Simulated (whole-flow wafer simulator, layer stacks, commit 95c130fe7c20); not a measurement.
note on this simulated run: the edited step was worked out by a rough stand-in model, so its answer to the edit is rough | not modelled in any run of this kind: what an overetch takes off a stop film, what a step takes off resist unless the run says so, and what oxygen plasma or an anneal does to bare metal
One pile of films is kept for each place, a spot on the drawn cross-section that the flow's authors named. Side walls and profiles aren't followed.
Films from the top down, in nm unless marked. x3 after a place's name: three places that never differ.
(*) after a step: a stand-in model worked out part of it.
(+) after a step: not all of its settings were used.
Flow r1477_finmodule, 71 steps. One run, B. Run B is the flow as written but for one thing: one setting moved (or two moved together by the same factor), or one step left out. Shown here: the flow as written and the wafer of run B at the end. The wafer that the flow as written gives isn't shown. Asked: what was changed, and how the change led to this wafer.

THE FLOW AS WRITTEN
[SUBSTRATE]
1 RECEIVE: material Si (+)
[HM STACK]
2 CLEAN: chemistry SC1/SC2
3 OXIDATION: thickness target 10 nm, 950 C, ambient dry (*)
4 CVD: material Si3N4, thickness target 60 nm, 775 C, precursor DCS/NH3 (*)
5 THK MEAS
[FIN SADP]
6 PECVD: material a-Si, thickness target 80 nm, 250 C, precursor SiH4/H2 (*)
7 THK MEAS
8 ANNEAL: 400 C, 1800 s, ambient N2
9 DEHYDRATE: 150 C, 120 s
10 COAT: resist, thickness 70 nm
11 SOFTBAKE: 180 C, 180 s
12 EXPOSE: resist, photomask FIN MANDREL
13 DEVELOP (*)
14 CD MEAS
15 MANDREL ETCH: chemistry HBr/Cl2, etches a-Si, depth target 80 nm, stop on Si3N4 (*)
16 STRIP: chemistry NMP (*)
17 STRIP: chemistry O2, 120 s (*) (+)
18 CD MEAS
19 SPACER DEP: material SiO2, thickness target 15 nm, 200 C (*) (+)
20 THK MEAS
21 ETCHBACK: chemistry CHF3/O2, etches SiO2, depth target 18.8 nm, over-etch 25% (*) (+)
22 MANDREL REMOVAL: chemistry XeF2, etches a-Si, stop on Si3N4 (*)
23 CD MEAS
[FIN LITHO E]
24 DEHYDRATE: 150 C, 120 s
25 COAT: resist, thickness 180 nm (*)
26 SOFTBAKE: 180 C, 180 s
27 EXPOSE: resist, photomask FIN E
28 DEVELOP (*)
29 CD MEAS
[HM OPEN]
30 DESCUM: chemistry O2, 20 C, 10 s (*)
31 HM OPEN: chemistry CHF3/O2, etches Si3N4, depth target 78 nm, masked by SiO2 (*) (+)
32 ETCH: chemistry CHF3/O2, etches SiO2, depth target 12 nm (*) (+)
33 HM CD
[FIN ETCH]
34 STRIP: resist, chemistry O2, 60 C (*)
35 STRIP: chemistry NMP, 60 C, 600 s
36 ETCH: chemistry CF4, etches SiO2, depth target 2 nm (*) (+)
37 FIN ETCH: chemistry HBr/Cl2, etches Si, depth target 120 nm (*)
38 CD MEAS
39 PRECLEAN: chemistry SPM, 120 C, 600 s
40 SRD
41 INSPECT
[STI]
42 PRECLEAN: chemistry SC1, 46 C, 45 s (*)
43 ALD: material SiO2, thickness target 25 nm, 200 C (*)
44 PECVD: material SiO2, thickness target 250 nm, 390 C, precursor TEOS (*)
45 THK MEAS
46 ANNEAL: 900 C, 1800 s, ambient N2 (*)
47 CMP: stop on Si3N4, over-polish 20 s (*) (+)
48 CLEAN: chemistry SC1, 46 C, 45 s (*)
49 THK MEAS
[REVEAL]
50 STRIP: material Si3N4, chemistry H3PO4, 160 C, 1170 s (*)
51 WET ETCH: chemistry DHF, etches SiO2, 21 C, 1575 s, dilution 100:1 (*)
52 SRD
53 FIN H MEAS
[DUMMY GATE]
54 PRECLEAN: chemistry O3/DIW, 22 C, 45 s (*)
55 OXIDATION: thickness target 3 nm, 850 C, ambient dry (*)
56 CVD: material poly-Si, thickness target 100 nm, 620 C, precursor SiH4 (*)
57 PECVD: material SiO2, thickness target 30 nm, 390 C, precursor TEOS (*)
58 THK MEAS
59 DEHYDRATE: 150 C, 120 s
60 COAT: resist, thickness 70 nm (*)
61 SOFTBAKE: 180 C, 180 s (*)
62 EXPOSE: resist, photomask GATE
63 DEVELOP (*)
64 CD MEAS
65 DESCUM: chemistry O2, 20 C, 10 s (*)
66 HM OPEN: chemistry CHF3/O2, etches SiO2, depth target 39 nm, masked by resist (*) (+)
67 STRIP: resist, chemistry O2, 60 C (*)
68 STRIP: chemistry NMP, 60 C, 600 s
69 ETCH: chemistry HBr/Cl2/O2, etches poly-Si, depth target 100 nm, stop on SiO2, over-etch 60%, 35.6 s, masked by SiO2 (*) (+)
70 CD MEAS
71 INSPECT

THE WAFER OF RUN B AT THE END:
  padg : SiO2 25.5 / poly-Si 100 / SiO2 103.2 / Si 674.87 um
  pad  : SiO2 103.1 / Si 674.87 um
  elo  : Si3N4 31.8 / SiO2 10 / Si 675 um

The cause: step 69, ETCH: depth target 84 nm was run, where the flow has depth target 100 nm; step 69, ETCH: 29.9 s was run, where the flow has 35.6 s.

How the change led to this, step by step:
  69 ETCH: chemistry HBr/Cl2/O2, etches poly-Si, depth target 100 nm, stop on SiO2, over-etch 60%, 35.6 s, masked by SiO2 (*) (+)
      padg, elg, esg and 15 more: SiO2 -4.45 (as written it would be: SiO2 -5.3)
